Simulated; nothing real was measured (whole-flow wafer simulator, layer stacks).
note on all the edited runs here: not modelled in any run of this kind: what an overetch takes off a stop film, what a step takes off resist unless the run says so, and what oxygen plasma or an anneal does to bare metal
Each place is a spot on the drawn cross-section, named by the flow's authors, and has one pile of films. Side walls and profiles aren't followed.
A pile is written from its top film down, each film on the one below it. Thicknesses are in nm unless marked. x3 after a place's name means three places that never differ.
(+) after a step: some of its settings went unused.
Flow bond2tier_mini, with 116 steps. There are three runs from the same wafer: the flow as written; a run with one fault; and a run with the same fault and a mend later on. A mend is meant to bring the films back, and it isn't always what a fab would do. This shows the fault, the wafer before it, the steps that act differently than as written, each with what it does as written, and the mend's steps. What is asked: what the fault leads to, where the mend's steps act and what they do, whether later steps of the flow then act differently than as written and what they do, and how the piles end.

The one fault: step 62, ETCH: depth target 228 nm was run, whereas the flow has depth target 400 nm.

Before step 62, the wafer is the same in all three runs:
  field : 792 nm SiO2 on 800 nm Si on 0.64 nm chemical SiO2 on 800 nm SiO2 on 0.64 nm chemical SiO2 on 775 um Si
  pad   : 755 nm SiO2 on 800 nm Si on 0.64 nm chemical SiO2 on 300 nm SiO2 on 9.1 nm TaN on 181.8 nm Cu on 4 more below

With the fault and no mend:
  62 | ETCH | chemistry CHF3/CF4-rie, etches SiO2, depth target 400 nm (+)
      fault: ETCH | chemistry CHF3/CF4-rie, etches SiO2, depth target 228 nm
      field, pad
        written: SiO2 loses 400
        fault: SiO2 loses 228
  Every later step of the flow that is run acts as written at every place that is followed.
  The piles end different from the flow's at field, pad by more than 2% or 0.5 nm, whichever is larger.
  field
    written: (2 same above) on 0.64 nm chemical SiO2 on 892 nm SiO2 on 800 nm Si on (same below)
    fault: (2 same above) on 0.64 nm chemical SiO2 on 1064 nm SiO2 on 800 nm Si on (same below)
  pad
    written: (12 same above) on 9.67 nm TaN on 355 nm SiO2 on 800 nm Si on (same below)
    fault: (12 same above) on 9.67 nm TaN on 527 nm SiO2 on 800 nm Si on (same below)

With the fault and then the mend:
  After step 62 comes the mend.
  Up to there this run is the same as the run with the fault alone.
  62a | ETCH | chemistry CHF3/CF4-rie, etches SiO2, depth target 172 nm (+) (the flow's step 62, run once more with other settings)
      field, pad
        SiO2 loses 172
  Every later step of the flow that is run acts as written at every place that is followed.
  At every place that both follow, the piles at the end match the flow's.
